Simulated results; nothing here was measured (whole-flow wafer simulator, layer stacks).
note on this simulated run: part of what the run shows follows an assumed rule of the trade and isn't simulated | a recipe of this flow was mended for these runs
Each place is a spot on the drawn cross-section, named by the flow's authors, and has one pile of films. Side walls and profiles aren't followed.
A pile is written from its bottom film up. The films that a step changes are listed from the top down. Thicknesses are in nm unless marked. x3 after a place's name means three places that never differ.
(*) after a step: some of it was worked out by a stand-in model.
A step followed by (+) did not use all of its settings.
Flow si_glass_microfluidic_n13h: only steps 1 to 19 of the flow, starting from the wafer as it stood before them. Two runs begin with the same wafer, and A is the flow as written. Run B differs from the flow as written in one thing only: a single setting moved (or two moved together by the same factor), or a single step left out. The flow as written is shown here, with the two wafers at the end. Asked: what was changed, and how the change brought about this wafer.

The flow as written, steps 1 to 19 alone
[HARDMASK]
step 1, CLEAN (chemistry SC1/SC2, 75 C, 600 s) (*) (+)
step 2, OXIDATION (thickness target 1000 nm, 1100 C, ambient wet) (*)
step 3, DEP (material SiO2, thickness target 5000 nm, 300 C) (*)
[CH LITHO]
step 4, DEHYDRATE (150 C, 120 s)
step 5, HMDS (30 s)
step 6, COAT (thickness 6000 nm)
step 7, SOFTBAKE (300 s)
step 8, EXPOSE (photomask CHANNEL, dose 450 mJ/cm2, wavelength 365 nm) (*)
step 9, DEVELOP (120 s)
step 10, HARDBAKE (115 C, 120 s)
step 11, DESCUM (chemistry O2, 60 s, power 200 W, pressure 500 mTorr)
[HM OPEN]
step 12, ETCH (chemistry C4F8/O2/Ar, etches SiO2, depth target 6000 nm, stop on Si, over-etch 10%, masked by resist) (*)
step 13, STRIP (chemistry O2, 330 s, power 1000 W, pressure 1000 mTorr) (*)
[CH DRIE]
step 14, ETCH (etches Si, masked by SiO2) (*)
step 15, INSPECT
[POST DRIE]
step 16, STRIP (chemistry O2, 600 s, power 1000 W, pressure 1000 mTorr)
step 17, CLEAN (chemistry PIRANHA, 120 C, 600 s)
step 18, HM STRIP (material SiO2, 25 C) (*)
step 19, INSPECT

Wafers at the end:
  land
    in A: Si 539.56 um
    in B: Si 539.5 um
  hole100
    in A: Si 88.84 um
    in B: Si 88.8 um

Cause: step 2, OXIDATION: thickness target 1125 nm was run, while the flow as written has thickness target 1000 nm.

The path from the change to this, step by step:
  step 2, OXIDATION (thickness target 1000 nm, 1100 C, ambient wet) (*)
      land, hole100: A SiO2 gains 1000 (new film), chemical SiO2 loses 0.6 (all of it), Si loses 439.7 | B SiO2 gains 1125 (new film), chemical SiO2 loses 0.6 (all of it), Si loses 494.7
  step 12, ETCH (chemistry C4F8/O2/Ar, etches SiO2, depth target 6000 nm, stop on Si, over-etch 10%, masked by resist) (*)
      hole100: A SiO2 loses 6000 (all of it), Si loses 75 | B SiO2 loses 6125 (all of it), Si loses 59.4
  step 18, HM STRIP (material SiO2, 25 C) (*)
      land: A SiO2 loses 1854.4 (all of it) | B SiO2 loses 1979.1 (all of it)
